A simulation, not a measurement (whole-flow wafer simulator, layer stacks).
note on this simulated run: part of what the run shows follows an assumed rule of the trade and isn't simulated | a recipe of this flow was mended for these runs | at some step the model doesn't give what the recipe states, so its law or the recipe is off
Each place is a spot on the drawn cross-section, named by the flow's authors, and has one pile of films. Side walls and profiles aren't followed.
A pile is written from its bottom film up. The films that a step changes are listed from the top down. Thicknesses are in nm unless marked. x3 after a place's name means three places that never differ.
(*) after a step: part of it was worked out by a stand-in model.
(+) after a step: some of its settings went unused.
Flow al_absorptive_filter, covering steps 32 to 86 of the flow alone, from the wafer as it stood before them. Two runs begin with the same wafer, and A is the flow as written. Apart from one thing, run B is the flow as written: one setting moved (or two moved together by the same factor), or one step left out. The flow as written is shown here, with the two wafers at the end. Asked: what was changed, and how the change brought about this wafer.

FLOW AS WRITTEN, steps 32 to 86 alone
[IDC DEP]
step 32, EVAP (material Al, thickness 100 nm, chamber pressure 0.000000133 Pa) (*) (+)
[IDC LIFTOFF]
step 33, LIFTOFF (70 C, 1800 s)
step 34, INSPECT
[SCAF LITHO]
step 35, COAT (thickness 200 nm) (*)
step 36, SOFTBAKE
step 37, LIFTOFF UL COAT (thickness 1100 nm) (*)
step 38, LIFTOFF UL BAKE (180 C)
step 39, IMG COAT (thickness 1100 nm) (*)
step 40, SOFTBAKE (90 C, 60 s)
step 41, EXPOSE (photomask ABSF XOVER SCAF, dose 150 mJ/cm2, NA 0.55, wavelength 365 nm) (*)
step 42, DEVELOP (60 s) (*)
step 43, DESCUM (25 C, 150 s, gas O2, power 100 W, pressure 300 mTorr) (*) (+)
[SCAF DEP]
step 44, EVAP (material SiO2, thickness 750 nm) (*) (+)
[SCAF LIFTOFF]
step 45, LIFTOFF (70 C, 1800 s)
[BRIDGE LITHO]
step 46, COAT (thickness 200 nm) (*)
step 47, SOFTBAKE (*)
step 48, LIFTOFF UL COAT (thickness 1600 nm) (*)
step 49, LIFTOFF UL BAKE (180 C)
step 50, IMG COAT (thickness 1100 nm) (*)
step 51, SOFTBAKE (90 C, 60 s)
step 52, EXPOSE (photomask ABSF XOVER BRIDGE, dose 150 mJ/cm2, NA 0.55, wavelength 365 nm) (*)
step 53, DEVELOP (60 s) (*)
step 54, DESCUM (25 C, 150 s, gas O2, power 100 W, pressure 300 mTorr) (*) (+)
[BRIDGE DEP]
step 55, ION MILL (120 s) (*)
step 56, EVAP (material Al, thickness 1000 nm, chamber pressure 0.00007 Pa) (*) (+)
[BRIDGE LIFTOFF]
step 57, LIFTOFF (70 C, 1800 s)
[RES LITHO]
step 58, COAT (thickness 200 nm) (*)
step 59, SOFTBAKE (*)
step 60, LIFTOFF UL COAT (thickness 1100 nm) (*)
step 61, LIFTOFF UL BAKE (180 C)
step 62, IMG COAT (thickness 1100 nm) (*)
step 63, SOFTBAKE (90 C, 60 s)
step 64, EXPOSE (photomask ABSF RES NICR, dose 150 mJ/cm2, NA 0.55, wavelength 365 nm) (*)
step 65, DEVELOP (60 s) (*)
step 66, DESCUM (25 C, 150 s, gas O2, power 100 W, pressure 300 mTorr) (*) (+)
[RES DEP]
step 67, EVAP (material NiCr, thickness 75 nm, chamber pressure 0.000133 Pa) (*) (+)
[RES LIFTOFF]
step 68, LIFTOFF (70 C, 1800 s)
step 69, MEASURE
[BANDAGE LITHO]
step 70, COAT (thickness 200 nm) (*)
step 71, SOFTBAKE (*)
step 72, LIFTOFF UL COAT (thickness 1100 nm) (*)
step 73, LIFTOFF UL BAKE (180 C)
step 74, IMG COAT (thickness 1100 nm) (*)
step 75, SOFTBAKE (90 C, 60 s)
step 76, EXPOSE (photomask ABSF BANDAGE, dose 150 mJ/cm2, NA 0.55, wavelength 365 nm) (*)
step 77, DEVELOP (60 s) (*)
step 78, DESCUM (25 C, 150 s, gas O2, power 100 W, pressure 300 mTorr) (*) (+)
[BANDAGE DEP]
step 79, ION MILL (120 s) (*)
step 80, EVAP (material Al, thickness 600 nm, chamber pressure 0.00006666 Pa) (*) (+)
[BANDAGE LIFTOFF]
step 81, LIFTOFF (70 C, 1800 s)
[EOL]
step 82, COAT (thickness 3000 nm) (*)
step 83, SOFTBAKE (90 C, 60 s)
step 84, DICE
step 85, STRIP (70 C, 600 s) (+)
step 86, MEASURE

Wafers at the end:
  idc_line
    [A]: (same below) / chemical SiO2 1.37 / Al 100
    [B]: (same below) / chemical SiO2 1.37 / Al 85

What caused this: step 32, EVAP: thickness 85 nm was run, though the flow has thickness 100 nm.
One can read it off the wafer: idc_line has Al 85, and step 32 as written asks for 100 nm.

Step by step, how the change led to this:
  step 32, EVAP (material Al, thickness 100 nm, chamber pressure 0.000000133 Pa) (*) (+)
      gnd, pad_far, pad_near and 11 more: A +100 Al (new film) | B +85 Al (new film)
  step 33, LIFTOFF (70 C, 1800 s)
      gnd, xa_field, xa_margin, xa_strip, xl_land, idc_field, idc_space: A -100 Al (all of it), -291 e-beam-resist (all of it) | B -85 Al (all of it), -291 e-beam-resist (all of it)
      pad_far: A -100 Al (all of it), -287 e-beam-resist (all of it) | B -85 Al (all of it), -287 e-beam-resist (all of it)
      (also at 5 further places)
  step 35, COAT (thickness 200 nm) (*)
      idc_line: A +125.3 acrylic-e-beam-resist (new film) | B +135.7 acrylic-e-beam-resist (new film)
      idc_space: A +228.2 acrylic-e-beam-resist (new film) | B +223.1 acrylic-e-beam-resist (new film)
  step 45, LIFTOFF (70 C, 1800 s)
      idc_line: A -750 SiO2 (all of it), -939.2 i-line-resist (all of it), -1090 lift-off-underlayer (all of it), -125.3 acrylic-e-beam-resist (all of it) | B -750 SiO2 (all of it), -939.2 i-line-resist (all of it), -1092 lift-off-underlayer (all of it), -135.7 acrylic-e-beam-resist (all of it)
      idc_space: A -750 SiO2 (all of it), -939.1 i-line-resist (all of it), -1087.8 lift-off-underlayer (all of it), -228.2 acrylic-e-beam-resist (all of it) | B -750 SiO2 (all of it), -939.2 i-line-resist (all of it), -1090.3 lift-off-underlayer (all of it), -223.1 acrylic-e-beam-resist (all of it)
  step 46, COAT (thickness 200 nm) (*)
      idc_line: A +129.8 acrylic-e-beam-resist (new film) | B +139.5 acrylic-e-beam-resist (new film)
      idc_space: A +229.8 acrylic-e-beam-resist (new film) | B +224.7 acrylic-e-beam-resist (new film)
  step 57, LIFTOFF (70 C, 1800 s)
      idc_line: A -1000 Al (all of it), -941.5 i-line-resist (all of it), -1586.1 lift-off-underlayer (all of it), -129.8 acrylic-e-beam-resist (all of it) | B -1000 Al (all of it), -941.6 i-line-resist (all of it), -1588.7 lift-off-underlayer (all of it), -139.5 acrylic-e-beam-resist (all of it)
      idc_space: A -1000 Al (all of it), -941.5 i-line-resist (all of it), -1586.9 lift-off-underlayer (all of it), -229.8 acrylic-e-beam-resist (all of it) | B -1000 Al (all of it), -941.5 i-line-resist (all of it), -1589.3 lift-off-underlayer (all of it), -224.7 acrylic-e-beam-resist (all of it)
  step 58, COAT (thickness 200 nm) (*)
      idc_line: A +129.8 acrylic-e-beam-resist (new film) | B +139.5 acrylic-e-beam-resist (new film)
      idc_space: A +229.8 acrylic-e-beam-resist (new film) | B +224.7 acrylic-e-beam-resist (new film)
  step 68, LIFTOFF (70 C, 1800 s)
      idc_line: A -75 NiCr (all of it), -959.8 i-line-resist (all of it), -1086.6 lift-off-underlayer (all of it), -129.8 acrylic-e-beam-resist (all of it) | B -75 NiCr (all of it), -959.9 i-line-resist (all of it), -1089.1 lift-off-underlayer (all of it), -139.5 acrylic-e-beam-resist (all of it)
      idc_space: A -75 NiCr (all of it), -959.8 i-line-resist (all of it), -1087.4 lift-off-underlayer (all of it), -229.8 acrylic-e-beam-resist (all of it) | B -75 NiCr (all of it), -959.8 i-line-resist (all of it), -1089.7 lift-off-underlayer (all of it), -224.7 acrylic-e-beam-resist (all of it)
  step 70, COAT (thickness 200 nm) (*)
      idc_line: A +129.8 acrylic-e-beam-resist (new film) | B +139.5 acrylic-e-beam-resist (new film)
      idc_space: A +229.8 acrylic-e-beam-resist (new film) | B +224.7 acrylic-e-beam-resist (new film)
  step 81, LIFTOFF (70 C, 1800 s)
      idc_line: A -600 Al (all of it), -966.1 i-line-resist (all of it), -1086.6 lift-off-underlayer (all of it), -129.8 acrylic-e-beam-resist (all of it) | B -600 Al (all of it), -966.2 i-line-resist (all of it), -1089.1 lift-off-underlayer (all of it), -139.5 acrylic-e-beam-resist (all of it)
      idc_space: A -600 Al (all of it), -966.1 i-line-resist (all of it), -1087.4 lift-off-underlayer (all of it), -229.8 acrylic-e-beam-resist (all of it) | B -600 Al (all of it), -966.1 i-line-resist (all of it), -1089.7 lift-off-underlayer (all of it), -224.7 acrylic-e-beam-resist (all of it)
